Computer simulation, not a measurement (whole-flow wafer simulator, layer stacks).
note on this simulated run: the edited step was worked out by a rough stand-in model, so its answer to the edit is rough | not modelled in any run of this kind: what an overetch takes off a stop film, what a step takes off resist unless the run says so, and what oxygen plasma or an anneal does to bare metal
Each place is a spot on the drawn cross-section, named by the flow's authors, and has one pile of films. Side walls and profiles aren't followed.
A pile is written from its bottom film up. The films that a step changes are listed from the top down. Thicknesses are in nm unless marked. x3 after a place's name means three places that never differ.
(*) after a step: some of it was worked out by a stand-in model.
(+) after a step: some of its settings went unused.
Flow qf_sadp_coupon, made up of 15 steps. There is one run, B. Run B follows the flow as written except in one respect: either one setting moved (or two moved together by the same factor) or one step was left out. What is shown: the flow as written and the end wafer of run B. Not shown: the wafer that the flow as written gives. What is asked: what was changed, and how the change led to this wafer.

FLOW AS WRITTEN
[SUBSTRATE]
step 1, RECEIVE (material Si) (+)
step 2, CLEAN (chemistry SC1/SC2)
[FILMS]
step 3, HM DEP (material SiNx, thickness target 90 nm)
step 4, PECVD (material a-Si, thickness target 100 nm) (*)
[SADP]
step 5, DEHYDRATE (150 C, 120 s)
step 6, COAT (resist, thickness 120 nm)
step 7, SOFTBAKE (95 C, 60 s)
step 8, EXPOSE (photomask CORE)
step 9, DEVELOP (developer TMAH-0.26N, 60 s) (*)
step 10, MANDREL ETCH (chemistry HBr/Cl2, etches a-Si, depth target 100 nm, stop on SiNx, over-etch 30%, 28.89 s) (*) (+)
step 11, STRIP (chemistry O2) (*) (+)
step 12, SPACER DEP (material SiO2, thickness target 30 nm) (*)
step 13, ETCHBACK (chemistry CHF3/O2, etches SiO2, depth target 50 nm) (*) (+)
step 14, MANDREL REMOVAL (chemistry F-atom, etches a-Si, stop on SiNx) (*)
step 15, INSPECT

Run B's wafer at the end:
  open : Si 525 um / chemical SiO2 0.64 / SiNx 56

The reason: step 10, MANDREL ETCH: depth target 157.5 nm was run, though the flow has depth target 100 nm; step 10, MANDREL ETCH: 45.5 s was run, where the flow has 28.89 s.

The path from the change to this, step by step:
  step 10, MANDREL ETCH (chemistry HBr/Cl2, etches a-Si, depth target 100 nm, stop on SiNx, over-etch 30%, 28.89 s) (*) (+)
      m: resist loses 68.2 (it would be, as written: resist loses 43.3)
      open: a-Si loses 100 (all of it), SiNx loses 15 (it would be, as written: a-Si loses 100 (all of it), SiNx loses 4.29)
  step 11, STRIP (chemistry O2) (*) (+)
      m: chemical SiO2 gains 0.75 (new film), resist loses 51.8 (all of it), a-Si loses 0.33 (it would be, as written: chemical SiO2 gains 0.74 (new film), resist loses 76.7 (all of it), a-Si loses 0.32)
